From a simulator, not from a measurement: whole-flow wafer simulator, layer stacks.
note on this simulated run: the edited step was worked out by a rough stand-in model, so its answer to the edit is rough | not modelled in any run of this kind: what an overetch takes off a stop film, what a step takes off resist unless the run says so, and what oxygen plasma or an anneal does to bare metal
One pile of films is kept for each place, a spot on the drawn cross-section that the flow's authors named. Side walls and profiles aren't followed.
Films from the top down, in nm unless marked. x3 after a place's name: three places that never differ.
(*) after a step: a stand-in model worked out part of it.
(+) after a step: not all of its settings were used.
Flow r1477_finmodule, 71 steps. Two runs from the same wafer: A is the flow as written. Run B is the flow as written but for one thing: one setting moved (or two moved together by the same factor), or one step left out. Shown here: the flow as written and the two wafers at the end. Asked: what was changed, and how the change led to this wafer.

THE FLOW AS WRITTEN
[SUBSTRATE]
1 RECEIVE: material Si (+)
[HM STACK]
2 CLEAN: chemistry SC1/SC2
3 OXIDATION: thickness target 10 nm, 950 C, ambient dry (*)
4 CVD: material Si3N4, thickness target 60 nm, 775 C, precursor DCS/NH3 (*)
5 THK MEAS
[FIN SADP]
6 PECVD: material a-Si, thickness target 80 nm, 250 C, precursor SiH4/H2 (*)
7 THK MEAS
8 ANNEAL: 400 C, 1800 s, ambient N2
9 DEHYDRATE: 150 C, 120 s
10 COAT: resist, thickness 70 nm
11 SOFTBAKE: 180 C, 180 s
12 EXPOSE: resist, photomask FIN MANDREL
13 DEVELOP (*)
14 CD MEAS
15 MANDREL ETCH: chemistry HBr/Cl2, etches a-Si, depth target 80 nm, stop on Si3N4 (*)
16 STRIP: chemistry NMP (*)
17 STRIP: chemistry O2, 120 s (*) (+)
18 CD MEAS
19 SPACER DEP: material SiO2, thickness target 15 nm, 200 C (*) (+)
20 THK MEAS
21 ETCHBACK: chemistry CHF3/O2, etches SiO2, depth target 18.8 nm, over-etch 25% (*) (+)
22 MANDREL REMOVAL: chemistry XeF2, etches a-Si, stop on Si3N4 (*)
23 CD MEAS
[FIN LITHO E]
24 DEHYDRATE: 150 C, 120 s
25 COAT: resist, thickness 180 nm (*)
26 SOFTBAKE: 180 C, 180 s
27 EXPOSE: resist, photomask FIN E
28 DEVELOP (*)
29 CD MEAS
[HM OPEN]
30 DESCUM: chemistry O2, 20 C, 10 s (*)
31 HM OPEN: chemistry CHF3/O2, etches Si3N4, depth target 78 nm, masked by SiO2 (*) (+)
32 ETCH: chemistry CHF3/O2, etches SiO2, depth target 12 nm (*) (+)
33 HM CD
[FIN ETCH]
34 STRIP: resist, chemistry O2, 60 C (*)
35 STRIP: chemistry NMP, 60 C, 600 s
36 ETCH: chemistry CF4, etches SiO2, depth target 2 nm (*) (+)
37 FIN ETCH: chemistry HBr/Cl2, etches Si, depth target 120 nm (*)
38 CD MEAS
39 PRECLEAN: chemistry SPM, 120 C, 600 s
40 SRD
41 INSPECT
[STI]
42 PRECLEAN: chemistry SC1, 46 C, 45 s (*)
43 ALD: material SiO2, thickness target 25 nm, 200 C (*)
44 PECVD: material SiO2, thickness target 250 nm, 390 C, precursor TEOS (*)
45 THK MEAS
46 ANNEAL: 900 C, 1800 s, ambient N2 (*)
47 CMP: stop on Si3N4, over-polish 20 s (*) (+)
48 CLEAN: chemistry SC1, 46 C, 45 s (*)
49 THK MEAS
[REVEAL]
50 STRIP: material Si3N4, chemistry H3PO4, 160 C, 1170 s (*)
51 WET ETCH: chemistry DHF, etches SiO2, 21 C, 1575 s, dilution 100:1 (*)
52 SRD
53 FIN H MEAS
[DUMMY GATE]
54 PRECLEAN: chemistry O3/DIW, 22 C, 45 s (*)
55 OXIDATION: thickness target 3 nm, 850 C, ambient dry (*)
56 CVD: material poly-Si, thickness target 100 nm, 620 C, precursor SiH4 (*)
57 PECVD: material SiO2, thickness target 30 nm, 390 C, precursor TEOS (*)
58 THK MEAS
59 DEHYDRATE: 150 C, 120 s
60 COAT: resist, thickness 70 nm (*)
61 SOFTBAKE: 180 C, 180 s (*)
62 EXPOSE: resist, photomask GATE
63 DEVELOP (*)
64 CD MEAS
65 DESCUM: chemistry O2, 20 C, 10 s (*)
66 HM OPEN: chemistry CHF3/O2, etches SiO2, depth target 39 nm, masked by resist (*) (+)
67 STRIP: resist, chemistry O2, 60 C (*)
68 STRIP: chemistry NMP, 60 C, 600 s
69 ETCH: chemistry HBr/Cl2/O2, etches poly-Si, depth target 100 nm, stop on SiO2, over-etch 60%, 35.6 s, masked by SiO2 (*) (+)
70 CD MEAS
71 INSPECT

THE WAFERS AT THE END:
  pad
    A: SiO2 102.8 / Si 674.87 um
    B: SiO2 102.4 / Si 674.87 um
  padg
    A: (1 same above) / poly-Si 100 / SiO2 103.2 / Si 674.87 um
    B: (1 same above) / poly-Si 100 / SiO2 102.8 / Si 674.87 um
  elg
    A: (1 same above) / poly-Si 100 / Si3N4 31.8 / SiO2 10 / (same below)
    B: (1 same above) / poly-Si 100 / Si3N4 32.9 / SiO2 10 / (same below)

The cause: step 36, ETCH: depth target 1.012 nm was run, where the flow has depth target 2 nm.

How the change led to this, step by step:
  36 ETCH: chemistry CF4, etches SiO2, depth target 2 nm (*) (+)
      pad, padg, esg and 19 more: A chemical SiO2 -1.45 (all of it), Si -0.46 | B chemical SiO2 -1.01
      elg, e40lg, e100lg, e200lg, elo, e40lo, e100lo, e200lo: A Si3N4 -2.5 | B Si3N4 -1.27
      (and at 6 more places)
  51 WET ETCH: chemistry DHF, etches SiO2, 21 C, 1575 s, dilution 100:1 (*)
      elg, e40lg, e100lg, e200lg, elo, e40lo, e100lo, e200lo: A SiO2 -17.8 (all of it), Si3N4 -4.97 | B SiO2 -16.6 (all of it), Si3N4 -5.07
